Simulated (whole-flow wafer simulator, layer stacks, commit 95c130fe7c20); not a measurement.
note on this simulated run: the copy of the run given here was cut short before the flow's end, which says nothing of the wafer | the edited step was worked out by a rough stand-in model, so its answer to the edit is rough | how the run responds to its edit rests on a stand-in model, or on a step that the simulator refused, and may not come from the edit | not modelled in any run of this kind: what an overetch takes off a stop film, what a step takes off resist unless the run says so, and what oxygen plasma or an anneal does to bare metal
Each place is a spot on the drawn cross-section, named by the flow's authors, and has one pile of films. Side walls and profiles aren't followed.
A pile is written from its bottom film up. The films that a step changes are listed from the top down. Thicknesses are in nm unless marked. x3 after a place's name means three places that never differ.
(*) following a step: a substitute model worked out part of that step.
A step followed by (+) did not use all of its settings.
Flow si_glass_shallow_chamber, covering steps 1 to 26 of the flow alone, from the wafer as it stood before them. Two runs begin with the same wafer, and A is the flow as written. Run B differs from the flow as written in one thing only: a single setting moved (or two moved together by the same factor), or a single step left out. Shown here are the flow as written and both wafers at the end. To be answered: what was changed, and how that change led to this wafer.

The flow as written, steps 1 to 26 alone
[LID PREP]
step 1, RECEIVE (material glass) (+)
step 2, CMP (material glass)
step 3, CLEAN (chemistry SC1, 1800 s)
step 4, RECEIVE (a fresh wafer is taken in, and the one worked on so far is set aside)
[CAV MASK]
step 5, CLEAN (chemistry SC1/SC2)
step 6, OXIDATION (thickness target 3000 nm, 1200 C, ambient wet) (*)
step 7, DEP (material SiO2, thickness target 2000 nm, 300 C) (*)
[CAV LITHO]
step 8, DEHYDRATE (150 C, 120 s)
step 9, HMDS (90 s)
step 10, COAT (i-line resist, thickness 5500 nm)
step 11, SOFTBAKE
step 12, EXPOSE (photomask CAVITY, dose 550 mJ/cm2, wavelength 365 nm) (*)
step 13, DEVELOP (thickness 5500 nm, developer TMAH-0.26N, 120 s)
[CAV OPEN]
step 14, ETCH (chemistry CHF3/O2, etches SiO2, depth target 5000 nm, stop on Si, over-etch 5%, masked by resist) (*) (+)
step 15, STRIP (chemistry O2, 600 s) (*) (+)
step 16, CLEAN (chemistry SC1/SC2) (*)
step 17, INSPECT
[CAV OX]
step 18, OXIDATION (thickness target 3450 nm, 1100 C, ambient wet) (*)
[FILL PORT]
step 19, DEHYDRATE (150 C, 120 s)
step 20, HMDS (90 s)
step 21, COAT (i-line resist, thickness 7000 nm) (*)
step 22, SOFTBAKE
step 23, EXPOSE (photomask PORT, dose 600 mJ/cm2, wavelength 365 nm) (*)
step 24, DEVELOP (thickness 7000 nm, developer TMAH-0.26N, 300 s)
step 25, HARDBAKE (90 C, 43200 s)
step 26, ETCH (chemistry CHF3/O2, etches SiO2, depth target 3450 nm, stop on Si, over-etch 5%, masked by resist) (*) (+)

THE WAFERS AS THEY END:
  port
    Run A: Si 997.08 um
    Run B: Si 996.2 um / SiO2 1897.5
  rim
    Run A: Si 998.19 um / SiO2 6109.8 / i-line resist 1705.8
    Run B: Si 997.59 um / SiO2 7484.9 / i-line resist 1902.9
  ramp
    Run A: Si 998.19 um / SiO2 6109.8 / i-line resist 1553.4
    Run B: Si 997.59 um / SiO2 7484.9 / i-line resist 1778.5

Cause: step 18, OXIDATION: thickness target 5520 nm was run, whereas the flow has thickness target 3450 nm.

How this came from the change, step by step:
  step 18, OXIDATION (thickness target 3450 nm, 1100 C, ambient wet) (*)
      rim, ramp, septum, ring: A SiO2 gains 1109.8, Si loses 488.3 | B SiO2 gains 2484.9, Si loses 1093.4
      cav, port: A SiO2 gains 3450 (new film), chemical SiO2 loses 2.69 (all of it), Si loses 1516.8 | B SiO2 gains 5520 (new film), chemical SiO2 loses 2.69 (all of it), Si loses 2427.6
  step 21, COAT (i-line resist, thickness 7000 nm) (*)
      rim: A i-line resist gains 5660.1 (new film) | B i-line resist gains 5794.4 (new film)
      ramp: A i-line resist gains 5087.8 (new film) | B i-line resist gains 5273.8 (new film)
  step 22, SOFTBAKE
      rim: A i-line resist loses 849 | B i-line resist loses 778.9
      ramp: A i-line resist loses 434.5 | B i-line resist loses 387.4
      (also at 4 further places)
  step 25, HARDBAKE (90 C, 43200 s)
      rim: A i-line resist loses 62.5 | B i-line resist loses 69.8
      ramp: A i-line resist loses 57.1 | B i-line resist loses 65.1
      (also at 1 further place)
  step 26, ETCH (chemistry CHF3/O2, etches SiO2, depth target 3450 nm, stop on Si, over-etch 5%, masked by resist) (*) (+)
      port: A SiO2 loses 3450 (all of it), Si loses 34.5 | B SiO2 loses 3622.5
